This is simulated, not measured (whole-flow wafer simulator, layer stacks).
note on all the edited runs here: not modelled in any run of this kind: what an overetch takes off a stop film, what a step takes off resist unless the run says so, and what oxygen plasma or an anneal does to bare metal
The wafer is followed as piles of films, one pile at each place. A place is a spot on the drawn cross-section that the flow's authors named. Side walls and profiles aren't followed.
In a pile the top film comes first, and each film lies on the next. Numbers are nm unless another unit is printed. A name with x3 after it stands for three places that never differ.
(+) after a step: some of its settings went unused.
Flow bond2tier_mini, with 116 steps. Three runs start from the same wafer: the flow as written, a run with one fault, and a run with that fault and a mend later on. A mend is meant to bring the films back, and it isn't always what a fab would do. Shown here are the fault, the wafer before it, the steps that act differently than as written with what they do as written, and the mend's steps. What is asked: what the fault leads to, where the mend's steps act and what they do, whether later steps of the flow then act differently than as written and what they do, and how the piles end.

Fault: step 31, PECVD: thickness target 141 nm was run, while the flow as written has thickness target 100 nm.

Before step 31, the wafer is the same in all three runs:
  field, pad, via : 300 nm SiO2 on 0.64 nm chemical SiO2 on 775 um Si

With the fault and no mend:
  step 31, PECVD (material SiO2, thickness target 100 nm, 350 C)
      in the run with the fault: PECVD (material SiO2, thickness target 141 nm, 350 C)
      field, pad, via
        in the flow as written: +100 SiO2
        in the run with the fault: +141 SiO2
  Every later step of the flow that is run acts as written at every place that is followed.
  At field, pad, the piles at the end differ from the flow's by more than 2% or 0.5 nm, whichever is larger.
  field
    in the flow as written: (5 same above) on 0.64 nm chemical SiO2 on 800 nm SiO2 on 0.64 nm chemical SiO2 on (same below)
    in the run with the fault: (5 same above) on 0.64 nm chemical SiO2 on 841 nm SiO2 on 0.64 nm chemical SiO2 on (same below)
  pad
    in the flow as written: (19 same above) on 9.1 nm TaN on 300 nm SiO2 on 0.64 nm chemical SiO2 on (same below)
    in the run with the fault: (19 same above) on 9.1 nm TaN on 341 nm SiO2 on 0.64 nm chemical SiO2 on (same below)

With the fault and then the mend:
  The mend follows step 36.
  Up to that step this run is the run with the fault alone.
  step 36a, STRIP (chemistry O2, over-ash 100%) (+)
      field
        -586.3 KrF resist (all of it)
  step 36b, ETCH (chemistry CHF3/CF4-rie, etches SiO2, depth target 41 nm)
      field, pad, via
        -41 SiO2
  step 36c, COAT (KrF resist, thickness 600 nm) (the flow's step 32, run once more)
      field, pad, via
        +600 KrF resist (new film)
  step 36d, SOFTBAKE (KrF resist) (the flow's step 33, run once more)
      alters no film at any place that is followed
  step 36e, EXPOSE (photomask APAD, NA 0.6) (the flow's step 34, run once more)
      alters no film at any place that is followed
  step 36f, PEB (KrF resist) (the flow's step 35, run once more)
      alters no film at any place that is followed
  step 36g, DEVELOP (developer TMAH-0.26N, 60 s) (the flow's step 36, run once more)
      pad, via
        -600 KrF resist (all of it)
      field
        -13.7 KrF resist
  Every later step of the flow that is run acts as written at every place that is followed.
  At every place that both follow, the piles at the end match the flow's.
